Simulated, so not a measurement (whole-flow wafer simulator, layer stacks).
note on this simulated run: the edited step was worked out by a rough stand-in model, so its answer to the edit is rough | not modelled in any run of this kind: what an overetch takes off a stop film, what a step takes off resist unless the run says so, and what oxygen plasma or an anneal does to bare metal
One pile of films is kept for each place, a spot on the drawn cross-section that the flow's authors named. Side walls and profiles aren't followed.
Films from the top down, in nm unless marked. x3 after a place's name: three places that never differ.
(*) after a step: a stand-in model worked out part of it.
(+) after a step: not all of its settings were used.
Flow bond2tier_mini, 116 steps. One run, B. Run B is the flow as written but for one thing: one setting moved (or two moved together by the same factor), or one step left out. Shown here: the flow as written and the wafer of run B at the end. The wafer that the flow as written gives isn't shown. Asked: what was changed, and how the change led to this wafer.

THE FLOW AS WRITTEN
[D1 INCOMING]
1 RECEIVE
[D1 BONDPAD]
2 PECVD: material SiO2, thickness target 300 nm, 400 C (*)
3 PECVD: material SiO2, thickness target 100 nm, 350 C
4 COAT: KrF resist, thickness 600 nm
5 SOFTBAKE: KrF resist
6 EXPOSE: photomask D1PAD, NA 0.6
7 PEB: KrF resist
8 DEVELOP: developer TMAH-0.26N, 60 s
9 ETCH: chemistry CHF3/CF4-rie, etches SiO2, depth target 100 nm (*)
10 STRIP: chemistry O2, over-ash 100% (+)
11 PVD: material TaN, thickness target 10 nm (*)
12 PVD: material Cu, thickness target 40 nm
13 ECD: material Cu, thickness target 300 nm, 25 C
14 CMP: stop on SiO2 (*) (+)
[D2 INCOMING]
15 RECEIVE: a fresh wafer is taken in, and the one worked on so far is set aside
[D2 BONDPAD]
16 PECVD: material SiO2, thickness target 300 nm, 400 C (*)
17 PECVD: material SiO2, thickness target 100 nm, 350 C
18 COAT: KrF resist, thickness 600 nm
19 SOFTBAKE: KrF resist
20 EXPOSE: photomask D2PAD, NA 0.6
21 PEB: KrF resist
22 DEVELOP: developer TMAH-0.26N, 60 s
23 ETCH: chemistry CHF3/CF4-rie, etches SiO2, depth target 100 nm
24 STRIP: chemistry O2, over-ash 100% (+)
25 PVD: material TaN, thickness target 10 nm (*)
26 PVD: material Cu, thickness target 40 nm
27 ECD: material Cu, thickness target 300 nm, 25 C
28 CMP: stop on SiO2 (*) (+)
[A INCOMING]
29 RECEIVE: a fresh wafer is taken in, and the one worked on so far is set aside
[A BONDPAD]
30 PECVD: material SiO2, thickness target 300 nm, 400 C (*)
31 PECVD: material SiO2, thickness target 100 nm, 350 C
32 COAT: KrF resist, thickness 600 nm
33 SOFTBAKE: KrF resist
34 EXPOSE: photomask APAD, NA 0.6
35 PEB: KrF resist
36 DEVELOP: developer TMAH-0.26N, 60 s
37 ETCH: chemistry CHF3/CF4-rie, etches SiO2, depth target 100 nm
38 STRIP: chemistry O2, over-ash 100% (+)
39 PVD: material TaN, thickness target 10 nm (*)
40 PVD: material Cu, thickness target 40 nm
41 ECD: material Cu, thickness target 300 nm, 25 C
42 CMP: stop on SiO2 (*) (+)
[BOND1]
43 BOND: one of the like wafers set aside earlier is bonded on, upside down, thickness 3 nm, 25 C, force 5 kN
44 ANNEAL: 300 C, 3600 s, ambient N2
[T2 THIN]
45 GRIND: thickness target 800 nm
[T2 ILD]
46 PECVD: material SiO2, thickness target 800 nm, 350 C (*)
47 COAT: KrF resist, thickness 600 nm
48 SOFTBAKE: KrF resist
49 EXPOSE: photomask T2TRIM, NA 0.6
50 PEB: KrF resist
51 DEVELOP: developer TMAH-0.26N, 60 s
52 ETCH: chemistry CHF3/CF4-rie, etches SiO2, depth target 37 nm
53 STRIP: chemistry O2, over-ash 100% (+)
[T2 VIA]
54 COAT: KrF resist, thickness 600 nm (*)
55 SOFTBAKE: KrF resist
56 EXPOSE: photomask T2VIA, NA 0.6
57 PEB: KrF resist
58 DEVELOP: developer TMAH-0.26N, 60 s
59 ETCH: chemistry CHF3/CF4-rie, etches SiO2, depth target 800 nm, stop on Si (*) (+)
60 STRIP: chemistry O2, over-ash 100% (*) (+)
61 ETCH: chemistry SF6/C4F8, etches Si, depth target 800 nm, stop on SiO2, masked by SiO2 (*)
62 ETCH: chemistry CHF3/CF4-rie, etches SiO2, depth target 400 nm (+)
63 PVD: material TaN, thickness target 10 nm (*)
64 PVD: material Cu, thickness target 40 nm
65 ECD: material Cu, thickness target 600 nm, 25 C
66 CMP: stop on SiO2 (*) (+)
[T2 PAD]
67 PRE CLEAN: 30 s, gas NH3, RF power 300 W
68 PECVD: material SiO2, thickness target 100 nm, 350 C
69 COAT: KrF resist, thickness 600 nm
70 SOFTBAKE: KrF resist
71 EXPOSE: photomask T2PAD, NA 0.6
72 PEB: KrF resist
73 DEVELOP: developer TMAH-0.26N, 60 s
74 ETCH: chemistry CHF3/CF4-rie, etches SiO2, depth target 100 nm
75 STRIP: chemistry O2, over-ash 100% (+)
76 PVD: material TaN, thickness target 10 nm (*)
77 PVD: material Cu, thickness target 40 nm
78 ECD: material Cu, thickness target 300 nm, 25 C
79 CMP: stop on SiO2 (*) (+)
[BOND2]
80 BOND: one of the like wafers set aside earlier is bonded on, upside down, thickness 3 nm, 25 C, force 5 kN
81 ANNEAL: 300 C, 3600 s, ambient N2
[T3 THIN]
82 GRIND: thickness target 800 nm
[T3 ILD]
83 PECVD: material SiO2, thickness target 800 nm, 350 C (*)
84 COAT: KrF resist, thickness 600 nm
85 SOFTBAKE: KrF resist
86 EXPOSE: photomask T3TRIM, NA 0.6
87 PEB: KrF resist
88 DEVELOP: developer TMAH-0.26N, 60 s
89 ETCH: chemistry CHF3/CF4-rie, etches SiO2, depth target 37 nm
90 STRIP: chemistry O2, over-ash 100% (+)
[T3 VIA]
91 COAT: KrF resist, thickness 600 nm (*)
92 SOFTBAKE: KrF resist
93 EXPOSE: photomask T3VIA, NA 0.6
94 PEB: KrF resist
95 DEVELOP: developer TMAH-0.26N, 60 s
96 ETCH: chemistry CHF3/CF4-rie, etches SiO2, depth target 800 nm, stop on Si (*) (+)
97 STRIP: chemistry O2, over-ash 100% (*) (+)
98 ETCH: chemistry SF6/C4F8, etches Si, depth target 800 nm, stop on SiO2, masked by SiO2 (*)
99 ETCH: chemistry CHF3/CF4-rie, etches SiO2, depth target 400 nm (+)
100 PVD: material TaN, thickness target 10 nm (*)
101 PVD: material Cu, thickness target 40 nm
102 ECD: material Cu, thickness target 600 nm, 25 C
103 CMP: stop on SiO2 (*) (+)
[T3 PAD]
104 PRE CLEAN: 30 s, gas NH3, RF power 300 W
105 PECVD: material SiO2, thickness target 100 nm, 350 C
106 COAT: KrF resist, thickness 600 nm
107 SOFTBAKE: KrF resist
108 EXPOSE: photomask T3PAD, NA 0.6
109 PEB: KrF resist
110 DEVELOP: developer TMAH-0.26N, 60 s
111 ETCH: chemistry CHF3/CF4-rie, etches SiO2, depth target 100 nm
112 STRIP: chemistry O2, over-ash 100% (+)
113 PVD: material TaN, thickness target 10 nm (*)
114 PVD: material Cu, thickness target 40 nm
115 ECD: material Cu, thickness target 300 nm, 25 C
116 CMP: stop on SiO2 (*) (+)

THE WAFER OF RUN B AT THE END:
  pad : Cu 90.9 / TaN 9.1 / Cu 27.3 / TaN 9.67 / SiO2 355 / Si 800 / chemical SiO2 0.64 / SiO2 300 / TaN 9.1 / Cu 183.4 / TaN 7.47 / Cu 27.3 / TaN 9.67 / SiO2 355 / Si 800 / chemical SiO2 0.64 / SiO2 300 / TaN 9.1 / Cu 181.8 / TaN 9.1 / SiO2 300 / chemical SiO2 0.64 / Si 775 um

The cause: step 76, PVD: thickness target 8.2 nm was run, where the flow has thickness target 10 nm.

How the change led to this, step by step:
  76 PVD: material TaN, thickness target 10 nm (*)
      field: TaN +8.2 (new film) (as written it would be: TaN +10 (new film))
      pad: TaN +7.47 (new film) (as written it would be: TaN +9.1 (new film))
  79 CMP: stop on SiO2 (*) (+)
      field: Cu -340 (all of it), TaN -8.2 (all of it) (as written it would be: Cu -340 (all of it), TaN -10 (all of it))
